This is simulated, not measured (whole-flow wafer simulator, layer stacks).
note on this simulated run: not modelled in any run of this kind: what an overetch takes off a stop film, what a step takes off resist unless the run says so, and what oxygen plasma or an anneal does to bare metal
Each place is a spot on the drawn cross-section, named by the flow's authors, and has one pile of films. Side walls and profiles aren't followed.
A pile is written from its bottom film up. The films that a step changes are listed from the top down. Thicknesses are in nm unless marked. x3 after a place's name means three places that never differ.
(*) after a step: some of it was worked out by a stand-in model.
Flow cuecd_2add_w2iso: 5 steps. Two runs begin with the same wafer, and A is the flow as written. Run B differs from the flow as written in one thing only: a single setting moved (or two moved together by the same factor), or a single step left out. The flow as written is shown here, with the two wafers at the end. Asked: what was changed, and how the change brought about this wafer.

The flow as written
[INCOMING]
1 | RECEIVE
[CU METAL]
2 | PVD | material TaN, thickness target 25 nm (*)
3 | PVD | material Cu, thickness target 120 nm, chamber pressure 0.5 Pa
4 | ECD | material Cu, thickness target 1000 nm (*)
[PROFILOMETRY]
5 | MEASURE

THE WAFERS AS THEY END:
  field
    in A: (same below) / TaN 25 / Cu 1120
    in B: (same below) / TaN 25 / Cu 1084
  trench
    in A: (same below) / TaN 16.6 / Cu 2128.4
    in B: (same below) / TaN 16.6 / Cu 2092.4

What caused this: step 3, PVD: thickness target 84 nm was run, though the flow has thickness target 120 nm.

The path from the change to this, step by step:
  3 | PVD | material Cu, thickness target 120 nm, chamber pressure 0.5 Pa
      field: A Cu gains 120 (new film) | B Cu gains 84 (new film)
      trench: A Cu gains 80.8 (new film) | B Cu gains 56.7 (new film)
